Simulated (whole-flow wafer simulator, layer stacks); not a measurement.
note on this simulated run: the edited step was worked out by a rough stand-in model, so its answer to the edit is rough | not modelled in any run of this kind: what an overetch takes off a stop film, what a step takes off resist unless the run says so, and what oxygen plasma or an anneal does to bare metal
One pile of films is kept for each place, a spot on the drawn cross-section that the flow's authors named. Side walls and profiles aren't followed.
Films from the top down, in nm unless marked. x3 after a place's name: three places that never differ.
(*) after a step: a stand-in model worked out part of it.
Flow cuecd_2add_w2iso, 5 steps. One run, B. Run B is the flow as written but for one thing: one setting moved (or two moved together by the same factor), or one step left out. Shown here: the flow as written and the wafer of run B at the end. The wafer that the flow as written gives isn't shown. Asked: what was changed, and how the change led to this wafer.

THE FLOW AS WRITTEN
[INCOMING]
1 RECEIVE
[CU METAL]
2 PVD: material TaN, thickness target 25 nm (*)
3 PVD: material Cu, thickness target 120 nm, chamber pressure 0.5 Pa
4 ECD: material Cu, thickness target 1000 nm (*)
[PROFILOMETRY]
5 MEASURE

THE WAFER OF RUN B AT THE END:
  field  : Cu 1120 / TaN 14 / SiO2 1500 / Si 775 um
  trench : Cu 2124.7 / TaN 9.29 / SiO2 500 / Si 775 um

The cause: step 2, PVD: thickness target 14 nm was run, where the flow has thickness target 25 nm.
It can be read off the wafer: field has TaN 14, and step 2 as written asks for 25 nm.

How the change led to this, step by step:
  2 PVD: material TaN, thickness target 25 nm (*)
      field: TaN +14 (new film) (as written it would be: TaN +25 (new film))
      trench: TaN +9.29 (new film) (as written it would be: TaN +16.6 (new film))
